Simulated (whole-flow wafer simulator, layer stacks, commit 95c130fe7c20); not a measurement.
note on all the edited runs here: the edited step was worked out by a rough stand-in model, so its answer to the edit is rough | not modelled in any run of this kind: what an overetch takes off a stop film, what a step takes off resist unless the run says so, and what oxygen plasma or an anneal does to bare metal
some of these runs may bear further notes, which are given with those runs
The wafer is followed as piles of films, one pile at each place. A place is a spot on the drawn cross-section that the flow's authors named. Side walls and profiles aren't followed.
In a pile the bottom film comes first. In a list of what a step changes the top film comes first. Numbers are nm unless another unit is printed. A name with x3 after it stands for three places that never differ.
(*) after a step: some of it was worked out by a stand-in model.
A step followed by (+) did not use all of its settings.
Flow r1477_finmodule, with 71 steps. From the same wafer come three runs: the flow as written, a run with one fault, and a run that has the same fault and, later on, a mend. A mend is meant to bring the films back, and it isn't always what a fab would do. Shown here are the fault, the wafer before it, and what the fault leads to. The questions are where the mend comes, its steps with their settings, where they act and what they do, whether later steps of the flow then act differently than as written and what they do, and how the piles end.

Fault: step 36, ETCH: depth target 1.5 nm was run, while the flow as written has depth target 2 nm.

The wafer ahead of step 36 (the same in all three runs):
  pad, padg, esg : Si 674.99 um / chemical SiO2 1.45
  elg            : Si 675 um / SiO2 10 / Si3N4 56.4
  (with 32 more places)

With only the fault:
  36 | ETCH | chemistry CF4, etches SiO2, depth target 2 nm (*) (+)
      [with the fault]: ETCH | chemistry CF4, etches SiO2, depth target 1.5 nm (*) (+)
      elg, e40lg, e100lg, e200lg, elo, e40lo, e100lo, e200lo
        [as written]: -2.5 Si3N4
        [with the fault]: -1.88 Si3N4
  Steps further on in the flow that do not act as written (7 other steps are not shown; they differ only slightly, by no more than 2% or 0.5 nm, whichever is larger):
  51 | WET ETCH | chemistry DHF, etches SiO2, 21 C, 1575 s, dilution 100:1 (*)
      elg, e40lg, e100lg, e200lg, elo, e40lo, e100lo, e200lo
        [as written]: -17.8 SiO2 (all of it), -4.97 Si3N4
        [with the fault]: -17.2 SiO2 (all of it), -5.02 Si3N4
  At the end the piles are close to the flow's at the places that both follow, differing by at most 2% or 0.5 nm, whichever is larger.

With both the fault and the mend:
  The mend follows step 36.
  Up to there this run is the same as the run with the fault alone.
  36a | ETCH | chemistry CF4, etches SiO2, depth target 0.5 nm (*) (a further turn of the flow's step 36, with different settings)
      pad, padg, e40sg and 11 more
        -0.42 Si
      elg, e40lg, e100lg, e200lg, elo, e40lo, e100lo, e200lo
        -0.62 Si3N4
      s40sg_line, s45sg_line, s50sg_line, s40so_line, s45so_line, s50so_line
        -0.5 SiO2
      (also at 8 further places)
  Every later step of the flow that is run acts as written, at every place that is followed, to within 2% or 0.5 nm, whichever is larger.
  At the end the piles are close to the flow's at the places that both follow, differing by at most 2% or 0.5 nm, whichever is larger.
